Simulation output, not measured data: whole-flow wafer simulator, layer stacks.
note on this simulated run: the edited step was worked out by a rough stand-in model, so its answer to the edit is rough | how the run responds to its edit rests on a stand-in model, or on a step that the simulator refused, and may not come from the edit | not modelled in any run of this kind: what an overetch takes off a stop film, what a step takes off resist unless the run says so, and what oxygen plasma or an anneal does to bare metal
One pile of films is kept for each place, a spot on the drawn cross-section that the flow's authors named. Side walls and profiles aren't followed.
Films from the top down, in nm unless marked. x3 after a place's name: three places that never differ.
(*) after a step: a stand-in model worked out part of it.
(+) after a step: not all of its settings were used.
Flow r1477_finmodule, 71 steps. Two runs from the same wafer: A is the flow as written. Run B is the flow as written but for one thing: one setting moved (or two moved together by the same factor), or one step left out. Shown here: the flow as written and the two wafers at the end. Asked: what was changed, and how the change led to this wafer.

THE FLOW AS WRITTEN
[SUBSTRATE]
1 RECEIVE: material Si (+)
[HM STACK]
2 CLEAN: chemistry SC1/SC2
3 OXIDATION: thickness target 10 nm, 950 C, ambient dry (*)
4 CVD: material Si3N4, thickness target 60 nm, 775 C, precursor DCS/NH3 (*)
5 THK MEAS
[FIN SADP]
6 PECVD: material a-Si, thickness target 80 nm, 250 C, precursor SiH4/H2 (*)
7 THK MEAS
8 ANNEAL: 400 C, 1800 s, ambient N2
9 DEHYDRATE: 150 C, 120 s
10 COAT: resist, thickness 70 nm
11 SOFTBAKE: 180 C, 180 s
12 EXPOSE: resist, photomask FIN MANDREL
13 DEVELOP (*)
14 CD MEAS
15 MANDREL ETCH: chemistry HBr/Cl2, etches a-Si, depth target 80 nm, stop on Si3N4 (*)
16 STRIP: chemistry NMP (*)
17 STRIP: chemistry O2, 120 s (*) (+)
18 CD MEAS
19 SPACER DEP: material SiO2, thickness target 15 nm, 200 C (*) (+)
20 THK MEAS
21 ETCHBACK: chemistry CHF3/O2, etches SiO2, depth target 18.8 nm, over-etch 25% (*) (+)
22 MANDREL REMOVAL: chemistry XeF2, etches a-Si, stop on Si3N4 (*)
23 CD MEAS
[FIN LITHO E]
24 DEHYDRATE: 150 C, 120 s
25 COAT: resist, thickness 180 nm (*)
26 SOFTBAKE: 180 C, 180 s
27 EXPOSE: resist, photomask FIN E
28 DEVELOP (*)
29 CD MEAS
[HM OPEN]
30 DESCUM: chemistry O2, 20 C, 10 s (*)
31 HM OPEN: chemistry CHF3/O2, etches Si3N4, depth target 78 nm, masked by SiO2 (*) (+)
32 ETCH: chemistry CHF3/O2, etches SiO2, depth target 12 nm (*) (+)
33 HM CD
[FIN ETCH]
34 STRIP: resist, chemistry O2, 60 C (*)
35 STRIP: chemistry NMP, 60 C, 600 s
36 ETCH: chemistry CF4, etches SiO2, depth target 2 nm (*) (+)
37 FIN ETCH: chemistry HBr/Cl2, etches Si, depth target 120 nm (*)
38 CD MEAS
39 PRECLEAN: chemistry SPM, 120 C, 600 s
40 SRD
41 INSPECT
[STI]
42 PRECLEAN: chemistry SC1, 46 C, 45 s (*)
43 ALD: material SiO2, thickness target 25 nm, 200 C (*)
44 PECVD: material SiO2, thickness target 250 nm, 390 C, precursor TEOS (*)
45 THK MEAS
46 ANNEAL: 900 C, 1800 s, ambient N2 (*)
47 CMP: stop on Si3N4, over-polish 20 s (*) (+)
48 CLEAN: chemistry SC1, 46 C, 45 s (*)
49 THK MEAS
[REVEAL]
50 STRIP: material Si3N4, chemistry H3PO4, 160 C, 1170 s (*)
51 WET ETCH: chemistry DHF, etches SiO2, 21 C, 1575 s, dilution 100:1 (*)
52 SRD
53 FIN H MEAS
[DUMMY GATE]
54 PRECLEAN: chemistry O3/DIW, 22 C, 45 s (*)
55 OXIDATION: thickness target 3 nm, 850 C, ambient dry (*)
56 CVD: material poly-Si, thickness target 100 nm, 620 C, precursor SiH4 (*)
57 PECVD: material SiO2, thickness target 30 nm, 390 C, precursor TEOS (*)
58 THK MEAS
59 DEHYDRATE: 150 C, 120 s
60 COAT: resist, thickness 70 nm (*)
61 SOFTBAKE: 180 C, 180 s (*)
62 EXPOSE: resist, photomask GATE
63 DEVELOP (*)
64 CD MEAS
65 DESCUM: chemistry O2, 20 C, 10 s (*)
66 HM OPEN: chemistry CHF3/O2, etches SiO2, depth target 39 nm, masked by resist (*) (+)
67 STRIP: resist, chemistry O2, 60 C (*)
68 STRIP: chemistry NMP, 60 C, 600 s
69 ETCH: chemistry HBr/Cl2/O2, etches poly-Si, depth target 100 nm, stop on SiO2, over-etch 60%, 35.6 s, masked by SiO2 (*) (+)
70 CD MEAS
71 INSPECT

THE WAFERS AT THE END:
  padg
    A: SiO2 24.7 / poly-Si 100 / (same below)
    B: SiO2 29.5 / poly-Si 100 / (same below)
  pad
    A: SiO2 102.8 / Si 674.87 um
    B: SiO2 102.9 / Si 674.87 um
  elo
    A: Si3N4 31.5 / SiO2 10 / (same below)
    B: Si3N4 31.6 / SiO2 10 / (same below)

The cause: step 57, PECVD: thickness target 34.8 nm was run, where the flow has thickness target 30 nm.

How the change led to this, step by step:
  57 PECVD: material SiO2, thickness target 30 nm, 390 C, precursor TEOS (*)
      pad, padg, elg and 33 more: A SiO2 +30 (new film) | B SiO2 +34.8 (new film)
  66 HM OPEN: chemistry CHF3/O2, etches SiO2, depth target 39 nm, masked by resist (*) (+)
      pad, elo, eso and 15 more: A SiO2 -30 (all of it), poly-Si -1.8 | B SiO2 -34.8 (all of it), poly-Si -0.84
